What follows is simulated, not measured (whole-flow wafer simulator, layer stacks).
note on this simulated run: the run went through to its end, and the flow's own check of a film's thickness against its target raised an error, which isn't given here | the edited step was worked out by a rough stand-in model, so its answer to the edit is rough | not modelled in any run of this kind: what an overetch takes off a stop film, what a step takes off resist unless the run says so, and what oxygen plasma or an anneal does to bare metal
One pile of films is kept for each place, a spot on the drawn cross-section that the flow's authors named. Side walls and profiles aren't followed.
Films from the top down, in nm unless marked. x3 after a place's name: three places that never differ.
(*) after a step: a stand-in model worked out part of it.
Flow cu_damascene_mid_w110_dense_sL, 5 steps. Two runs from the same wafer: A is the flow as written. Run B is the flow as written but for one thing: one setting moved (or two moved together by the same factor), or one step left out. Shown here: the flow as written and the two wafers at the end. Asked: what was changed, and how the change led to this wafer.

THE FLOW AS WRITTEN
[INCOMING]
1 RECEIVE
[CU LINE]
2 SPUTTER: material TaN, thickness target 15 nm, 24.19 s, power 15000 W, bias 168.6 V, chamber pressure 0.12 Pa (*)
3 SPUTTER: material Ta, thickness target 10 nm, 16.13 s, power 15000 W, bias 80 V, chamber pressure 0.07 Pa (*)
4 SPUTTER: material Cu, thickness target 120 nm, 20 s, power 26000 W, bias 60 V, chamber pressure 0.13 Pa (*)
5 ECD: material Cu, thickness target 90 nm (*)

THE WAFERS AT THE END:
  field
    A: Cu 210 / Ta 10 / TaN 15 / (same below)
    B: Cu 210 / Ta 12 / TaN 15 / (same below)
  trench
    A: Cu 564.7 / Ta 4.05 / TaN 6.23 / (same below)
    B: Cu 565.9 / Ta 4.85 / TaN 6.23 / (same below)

The cause: step 3, SPUTTER: thickness target 12 nm was run, where the flow has thickness target 10 nm.
It can be read off the wafer: field has Ta 12, and step 3 as written asks for 10 nm.

How the change led to this, step by step:
  3 SPUTTER: material Ta, thickness target 10 nm, 16.13 s, power 15000 W, bias 80 V, chamber pressure 0.07 Pa (*)
      field: A Ta +10 (new film) | B Ta +12 (new film)
      trench: A Ta +4.05 (new film) | B Ta +4.85 (new film)
